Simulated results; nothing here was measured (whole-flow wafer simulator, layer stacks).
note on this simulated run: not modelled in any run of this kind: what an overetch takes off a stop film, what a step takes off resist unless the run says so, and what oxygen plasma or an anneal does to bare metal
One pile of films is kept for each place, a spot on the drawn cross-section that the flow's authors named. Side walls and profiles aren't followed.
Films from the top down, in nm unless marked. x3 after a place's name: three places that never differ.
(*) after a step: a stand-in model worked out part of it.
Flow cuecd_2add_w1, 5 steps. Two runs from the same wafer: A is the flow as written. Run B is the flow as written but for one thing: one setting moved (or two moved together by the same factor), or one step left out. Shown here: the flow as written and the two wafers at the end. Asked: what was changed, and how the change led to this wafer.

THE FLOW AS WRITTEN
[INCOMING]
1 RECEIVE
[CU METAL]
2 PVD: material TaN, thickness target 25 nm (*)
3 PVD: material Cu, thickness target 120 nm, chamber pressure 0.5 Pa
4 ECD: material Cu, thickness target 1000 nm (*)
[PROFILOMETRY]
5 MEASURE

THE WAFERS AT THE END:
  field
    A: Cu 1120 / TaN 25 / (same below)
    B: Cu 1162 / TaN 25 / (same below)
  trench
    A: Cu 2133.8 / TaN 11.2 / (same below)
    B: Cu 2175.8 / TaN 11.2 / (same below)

The cause: step 3, PVD: thickness target 162 nm was run, where the flow has thickness target 120 nm.

How the change led to this, step by step:
  3 PVD: material Cu, thickness target 120 nm, chamber pressure 0.5 Pa
      field: A Cu +120 (new film) | B Cu +162 (new film)
      trench: A Cu +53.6 (new film) | B Cu +71.4 (new film)
